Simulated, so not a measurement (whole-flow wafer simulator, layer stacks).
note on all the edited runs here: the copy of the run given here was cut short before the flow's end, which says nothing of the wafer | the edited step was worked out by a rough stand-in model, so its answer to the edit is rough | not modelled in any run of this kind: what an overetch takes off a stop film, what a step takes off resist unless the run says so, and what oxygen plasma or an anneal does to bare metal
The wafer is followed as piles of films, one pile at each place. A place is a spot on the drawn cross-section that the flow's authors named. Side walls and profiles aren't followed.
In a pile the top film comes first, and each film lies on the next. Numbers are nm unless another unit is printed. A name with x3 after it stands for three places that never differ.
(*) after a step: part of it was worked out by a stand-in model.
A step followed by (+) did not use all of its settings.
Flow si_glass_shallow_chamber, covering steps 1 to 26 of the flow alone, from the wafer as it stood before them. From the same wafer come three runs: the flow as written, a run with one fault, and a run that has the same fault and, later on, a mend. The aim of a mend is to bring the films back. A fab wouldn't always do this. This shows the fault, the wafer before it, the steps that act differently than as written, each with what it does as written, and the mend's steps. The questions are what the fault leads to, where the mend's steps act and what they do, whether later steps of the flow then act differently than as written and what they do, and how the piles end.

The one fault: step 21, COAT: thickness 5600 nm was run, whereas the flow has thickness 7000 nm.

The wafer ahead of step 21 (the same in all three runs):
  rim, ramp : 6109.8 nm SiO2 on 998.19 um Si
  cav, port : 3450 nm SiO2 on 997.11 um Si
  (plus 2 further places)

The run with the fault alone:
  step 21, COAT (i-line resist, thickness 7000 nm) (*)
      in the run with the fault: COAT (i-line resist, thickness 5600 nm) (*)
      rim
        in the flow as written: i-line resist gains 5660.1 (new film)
        in the run with the fault: i-line resist gains 4312 (new film)
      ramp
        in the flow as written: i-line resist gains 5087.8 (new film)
        in the run with the fault: i-line resist gains 3762 (new film)
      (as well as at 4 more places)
  Steps later in the flow that act otherwise than as written (not shown: 1 more step that differs only slightly, by at most 2% or 0.5 nm, whichever is larger):
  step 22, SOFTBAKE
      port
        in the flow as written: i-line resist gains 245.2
        in the run with the fault: i-line resist loses 188.8
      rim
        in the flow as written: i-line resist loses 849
        in the run with the fault: i-line resist loses 411.5
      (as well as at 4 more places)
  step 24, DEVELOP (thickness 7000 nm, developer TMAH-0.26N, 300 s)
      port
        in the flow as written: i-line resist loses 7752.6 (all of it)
        in the run with the fault: i-line resist loses 5905.6 (all of it)
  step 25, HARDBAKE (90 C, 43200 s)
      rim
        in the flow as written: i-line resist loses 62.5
        in the run with the fault: i-line resist loses 34.3
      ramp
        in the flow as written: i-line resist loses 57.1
        in the run with the fault: i-line resist loses 24.9
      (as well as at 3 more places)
  By the end, the piles at rim, ramp, cav, septum, ring depart from the flow's by more than 2% or 0.5 nm, whichever is larger.
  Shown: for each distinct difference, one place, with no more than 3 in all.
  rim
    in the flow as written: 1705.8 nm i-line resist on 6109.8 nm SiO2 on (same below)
    in the run with the fault: 823.5 nm i-line resist on 6109.8 nm SiO2 on (same below)
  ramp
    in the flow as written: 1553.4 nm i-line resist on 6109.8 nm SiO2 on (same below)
    in the run with the fault: 459.7 nm i-line resist on 6109.8 nm SiO2 on (same below)
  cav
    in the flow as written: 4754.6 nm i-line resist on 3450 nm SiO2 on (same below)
    in the run with the fault: 3260.5 nm i-line resist on 3450 nm SiO2 on (same below)

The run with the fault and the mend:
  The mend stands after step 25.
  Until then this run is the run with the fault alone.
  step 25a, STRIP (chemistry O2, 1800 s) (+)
      rim
        i-line resist loses 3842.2 (all of it)
      ramp
        i-line resist loses 3478.4 (all of it)
      cav
        i-line resist loses 6279.2 (all of it)
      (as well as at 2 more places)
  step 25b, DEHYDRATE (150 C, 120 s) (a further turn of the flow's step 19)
      alters no film at any place that is followed
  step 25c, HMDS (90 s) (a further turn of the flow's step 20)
      alters no film at any place that is followed
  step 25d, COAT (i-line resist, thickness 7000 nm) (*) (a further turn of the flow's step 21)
      rim
        i-line resist gains 5660.1 (new film)
      ramp
        i-line resist gains 5087.8 (new film)
      cav
        i-line resist gains 7637.2 (new film)
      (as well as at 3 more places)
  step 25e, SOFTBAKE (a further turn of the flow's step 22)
      rim
        i-line resist loses 849
      ramp
        i-line resist loses 434.5
      cav
        i-line resist gains 373.7
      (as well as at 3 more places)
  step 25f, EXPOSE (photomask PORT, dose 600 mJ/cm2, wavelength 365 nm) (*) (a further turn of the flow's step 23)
      alters no film at any place that is followed
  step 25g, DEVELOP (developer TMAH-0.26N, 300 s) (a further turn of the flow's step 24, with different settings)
      rim, ramp, cav, septum, ring
        i-line resist loses 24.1
      port
        i-line resist loses 7752.6 (all of it)
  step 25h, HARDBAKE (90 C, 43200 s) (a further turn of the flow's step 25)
      rim
        i-line resist loses 62.5
      ramp
        i-line resist loses 57.1
      cav
        i-line resist loses 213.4
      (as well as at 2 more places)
  Later steps of the flow that are run all act as written at every place that is followed.
  The piles end the same as the flow's at every place that both follow.
